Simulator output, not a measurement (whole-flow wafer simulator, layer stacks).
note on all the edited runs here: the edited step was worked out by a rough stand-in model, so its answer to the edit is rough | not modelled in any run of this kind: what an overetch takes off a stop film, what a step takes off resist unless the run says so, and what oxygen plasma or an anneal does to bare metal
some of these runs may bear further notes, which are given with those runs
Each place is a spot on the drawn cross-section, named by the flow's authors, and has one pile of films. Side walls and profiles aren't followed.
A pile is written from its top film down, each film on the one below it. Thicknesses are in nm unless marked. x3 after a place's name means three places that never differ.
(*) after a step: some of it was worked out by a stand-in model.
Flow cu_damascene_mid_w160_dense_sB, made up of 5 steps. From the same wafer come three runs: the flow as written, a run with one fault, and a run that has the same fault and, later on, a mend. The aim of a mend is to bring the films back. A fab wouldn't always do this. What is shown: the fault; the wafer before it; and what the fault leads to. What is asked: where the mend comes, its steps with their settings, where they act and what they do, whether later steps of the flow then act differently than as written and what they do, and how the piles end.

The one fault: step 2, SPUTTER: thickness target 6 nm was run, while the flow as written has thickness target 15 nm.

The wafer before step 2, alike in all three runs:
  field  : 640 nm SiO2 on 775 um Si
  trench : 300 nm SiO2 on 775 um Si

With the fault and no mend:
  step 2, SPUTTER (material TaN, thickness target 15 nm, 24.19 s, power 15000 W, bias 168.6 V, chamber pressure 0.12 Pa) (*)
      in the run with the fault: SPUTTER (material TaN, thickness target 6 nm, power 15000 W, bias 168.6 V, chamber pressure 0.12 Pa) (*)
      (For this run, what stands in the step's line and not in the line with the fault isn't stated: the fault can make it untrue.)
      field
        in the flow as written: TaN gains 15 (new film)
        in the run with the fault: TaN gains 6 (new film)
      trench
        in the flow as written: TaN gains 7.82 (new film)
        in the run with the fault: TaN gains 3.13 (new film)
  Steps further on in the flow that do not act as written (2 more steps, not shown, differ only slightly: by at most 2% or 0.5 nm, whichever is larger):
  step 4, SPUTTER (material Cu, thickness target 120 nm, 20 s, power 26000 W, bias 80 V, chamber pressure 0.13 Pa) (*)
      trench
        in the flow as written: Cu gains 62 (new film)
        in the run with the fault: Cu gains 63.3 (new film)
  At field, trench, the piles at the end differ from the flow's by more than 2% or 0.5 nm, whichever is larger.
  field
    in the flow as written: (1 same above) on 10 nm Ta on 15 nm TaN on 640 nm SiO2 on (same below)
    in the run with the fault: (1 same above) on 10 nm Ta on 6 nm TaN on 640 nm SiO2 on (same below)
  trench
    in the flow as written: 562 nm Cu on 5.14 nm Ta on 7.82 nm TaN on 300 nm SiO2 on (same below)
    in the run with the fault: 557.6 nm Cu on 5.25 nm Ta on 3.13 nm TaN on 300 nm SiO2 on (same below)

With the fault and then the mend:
  After step 2 comes the mend.
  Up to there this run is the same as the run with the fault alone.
  step 2a, SPUTTER (material TaN, thickness target 9 nm, power 15000 W, bias 168.6 V, chamber pressure 0.12 Pa) (*) (the flow's step 2, run once more with other settings)
      field
        TaN gains 9
      trench
        TaN gains 4.62
  Every later step of the flow that is run acts as written, at every place that is followed, to within 2% or 0.5 nm, whichever is larger.
  When the end is reached, the piles differ only a little from the flow's at the places that both follow, at most by 2% or 0.5 nm, whichever is larger.
